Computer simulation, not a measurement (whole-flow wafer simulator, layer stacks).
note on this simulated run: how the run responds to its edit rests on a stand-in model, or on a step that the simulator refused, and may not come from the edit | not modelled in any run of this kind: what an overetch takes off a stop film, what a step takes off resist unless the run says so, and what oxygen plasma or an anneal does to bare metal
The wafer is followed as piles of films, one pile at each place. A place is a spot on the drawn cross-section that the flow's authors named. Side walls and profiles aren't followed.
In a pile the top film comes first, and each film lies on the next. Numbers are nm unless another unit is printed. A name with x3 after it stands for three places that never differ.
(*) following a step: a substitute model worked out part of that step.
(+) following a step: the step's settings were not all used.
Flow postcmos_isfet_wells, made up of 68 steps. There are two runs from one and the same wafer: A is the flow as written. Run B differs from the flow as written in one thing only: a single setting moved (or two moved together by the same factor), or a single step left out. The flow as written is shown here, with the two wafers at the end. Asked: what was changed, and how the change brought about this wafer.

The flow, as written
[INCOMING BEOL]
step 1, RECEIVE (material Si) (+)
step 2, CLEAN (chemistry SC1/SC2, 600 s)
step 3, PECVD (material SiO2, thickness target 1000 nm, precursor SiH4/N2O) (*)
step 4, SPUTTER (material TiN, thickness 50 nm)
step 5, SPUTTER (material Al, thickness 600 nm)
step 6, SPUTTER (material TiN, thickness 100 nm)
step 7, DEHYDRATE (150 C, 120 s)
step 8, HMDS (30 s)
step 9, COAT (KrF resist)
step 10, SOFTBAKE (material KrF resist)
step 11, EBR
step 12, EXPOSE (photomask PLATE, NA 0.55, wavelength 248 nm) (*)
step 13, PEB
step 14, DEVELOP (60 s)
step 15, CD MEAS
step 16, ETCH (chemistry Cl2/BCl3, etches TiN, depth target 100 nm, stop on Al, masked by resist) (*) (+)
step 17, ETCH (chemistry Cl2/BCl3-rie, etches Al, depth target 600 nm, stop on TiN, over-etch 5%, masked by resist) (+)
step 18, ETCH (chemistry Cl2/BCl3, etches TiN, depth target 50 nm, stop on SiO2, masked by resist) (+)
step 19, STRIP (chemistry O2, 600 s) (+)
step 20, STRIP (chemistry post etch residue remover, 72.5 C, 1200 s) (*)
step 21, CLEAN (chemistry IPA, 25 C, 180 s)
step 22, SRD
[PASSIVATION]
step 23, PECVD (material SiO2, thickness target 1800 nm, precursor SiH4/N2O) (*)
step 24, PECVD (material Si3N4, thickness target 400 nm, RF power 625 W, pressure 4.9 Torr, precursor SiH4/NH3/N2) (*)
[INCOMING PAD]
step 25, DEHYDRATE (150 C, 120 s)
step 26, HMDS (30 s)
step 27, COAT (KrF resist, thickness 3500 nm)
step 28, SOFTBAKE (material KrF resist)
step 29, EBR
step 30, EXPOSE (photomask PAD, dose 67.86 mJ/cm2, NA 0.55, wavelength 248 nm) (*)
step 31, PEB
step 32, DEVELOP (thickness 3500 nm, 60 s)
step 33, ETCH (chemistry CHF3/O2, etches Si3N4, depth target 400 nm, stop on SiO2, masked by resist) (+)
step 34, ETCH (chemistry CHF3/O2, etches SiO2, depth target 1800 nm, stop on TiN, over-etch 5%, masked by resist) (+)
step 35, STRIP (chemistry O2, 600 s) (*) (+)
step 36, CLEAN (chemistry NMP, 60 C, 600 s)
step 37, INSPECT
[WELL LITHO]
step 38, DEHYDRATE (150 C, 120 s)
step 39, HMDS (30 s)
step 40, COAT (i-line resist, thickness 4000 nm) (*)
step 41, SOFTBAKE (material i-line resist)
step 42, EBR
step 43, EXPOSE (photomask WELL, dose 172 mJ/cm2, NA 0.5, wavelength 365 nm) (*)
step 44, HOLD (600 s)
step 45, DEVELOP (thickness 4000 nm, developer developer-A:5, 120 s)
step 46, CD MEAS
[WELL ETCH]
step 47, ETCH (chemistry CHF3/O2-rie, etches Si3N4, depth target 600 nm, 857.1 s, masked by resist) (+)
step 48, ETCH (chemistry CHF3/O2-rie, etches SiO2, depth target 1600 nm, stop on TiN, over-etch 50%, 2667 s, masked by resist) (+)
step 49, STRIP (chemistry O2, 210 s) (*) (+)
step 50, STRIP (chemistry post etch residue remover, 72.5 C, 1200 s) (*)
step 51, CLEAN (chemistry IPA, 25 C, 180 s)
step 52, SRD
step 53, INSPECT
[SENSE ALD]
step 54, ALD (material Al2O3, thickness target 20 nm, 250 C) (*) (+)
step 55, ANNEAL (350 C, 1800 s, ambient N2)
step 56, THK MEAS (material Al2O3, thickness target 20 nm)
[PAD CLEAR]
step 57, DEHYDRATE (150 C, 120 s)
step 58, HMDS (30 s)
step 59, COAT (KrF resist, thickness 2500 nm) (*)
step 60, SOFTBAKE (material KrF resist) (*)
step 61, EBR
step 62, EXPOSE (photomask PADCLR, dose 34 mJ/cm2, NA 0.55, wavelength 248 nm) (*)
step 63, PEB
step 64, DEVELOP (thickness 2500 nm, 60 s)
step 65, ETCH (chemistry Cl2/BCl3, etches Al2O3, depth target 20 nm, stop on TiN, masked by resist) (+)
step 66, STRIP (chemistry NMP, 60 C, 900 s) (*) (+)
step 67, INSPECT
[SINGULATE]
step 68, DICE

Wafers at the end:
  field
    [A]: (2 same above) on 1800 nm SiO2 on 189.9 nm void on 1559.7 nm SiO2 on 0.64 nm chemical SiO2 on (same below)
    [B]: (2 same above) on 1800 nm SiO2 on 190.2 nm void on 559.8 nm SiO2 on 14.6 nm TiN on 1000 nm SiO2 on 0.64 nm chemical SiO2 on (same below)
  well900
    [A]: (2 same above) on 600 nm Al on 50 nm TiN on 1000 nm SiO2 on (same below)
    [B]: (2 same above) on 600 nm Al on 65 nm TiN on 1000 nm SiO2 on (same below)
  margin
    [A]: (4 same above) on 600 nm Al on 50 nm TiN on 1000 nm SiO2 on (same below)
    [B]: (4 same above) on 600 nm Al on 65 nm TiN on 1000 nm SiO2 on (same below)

The reason: step 4, SPUTTER: thickness 65 nm was run, while the flow as written has thickness 50 nm.
One can read it off the wafer: well900 has TiN 65, and step 4 as written asks for 50 nm.

Step by step, how the change led to this:
  step 4, SPUTTER (material TiN, thickness 50 nm)
      field, margin, well900, well1300 x3, pad_rim, pad_clr, pad_open: A TiN gains 50 (new film) | B TiN gains 65 (new film)
  step 18, ETCH (chemistry Cl2/BCl3, etches TiN, depth target 50 nm, stop on SiO2, masked by resist) (+)
      field: A TiN loses 50 (all of it) | B TiN loses 50
  step 23, PECVD (material SiO2, thickness target 1800 nm, precursor SiH4/N2O) (*)
      field: A SiO2 gains 1800 (new film), void gains 189.9 (new film), SiO2 gains 559.7 | B SiO2 gains 1800 (new film), void gains 190.2 (new film), SiO2 gains 559.8 (new film)
With metal films that touch counted as one body, field has 1 body; the flow as written gives 0 bodies.
